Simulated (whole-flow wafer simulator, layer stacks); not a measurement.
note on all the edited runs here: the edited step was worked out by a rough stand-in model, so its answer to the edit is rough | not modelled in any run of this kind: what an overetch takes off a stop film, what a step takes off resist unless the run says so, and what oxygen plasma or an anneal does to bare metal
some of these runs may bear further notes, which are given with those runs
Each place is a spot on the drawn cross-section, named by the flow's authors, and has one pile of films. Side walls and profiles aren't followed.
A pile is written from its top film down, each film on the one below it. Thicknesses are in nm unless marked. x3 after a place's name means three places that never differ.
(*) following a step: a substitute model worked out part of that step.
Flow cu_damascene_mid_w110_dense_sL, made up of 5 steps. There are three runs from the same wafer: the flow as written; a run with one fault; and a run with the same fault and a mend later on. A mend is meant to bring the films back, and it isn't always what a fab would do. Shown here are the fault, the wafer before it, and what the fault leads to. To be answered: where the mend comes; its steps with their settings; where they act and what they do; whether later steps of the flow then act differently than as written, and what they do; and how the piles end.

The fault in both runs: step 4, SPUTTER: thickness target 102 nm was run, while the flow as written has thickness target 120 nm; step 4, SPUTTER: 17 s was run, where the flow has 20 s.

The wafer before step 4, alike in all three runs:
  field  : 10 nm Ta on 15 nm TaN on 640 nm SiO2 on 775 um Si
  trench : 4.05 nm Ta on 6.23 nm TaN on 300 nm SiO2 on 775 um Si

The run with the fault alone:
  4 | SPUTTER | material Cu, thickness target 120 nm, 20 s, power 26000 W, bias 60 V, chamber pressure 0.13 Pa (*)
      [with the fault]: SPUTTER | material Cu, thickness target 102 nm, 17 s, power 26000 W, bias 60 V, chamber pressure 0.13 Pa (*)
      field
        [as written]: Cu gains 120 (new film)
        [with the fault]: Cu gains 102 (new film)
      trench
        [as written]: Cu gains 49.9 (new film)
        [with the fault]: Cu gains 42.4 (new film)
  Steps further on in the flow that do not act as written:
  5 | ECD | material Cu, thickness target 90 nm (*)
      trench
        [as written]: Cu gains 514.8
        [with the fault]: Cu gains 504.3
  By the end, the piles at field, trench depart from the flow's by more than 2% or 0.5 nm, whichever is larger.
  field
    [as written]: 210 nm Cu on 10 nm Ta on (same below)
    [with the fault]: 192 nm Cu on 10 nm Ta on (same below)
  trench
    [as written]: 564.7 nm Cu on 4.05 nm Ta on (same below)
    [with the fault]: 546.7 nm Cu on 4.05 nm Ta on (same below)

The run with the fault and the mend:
  The mend follows step 4.
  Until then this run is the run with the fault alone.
  4a | SPUTTER | material Cu, thickness target 18 nm, 3 s, power 26000 W, bias 60 V, chamber pressure 0.13 Pa (*) (the flow's step 4, run once more with other settings)
      field
        Cu gains 18
      trench
        Cu gains 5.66
  Later steps of the flow that are run all act as written at every place that is followed, up to a difference of at most 2% or 0.5 nm, whichever is larger.
  The piles end the same as the flow's at every place that both follow.
